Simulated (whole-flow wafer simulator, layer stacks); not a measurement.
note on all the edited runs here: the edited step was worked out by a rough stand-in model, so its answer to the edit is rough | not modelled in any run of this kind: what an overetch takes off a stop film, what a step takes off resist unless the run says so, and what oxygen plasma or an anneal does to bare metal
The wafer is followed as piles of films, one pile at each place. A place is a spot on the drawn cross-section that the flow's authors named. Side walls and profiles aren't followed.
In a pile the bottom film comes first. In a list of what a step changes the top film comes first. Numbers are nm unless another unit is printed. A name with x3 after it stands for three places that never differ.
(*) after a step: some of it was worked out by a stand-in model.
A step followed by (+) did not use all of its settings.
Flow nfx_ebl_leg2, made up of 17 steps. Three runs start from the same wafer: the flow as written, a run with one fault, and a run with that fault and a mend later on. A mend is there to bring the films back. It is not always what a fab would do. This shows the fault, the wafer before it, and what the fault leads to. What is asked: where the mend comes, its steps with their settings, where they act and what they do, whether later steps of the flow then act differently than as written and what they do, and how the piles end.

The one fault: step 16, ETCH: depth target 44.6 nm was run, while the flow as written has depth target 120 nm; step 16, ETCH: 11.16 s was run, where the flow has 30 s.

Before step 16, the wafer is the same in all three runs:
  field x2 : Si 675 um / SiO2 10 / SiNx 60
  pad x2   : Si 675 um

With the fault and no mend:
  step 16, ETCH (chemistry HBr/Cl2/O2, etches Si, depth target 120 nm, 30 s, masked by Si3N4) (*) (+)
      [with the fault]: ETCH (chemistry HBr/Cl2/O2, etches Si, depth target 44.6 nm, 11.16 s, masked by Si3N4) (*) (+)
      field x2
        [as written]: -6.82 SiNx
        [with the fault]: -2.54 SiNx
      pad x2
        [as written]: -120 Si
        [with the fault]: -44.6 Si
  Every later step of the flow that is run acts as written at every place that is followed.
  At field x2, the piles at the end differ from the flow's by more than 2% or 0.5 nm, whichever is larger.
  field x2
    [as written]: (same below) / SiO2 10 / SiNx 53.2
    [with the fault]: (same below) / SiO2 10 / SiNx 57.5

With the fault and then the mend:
  The mend stands after step 17.
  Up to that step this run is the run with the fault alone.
  step 17a, ETCH (chemistry HBr/Cl2/O2, etches Si, depth target 75.4 nm, 18.84 s, masked by Si3N4) (*) (+) (the flow's step 16 again, with other settings)
      field x2
        -4.28 SiNx
      pad x2
        -75.4 Si
  Every later step of the flow that is run acts as written at every place that is followed.
  At every place that both follow, the piles at the end match the flow's.
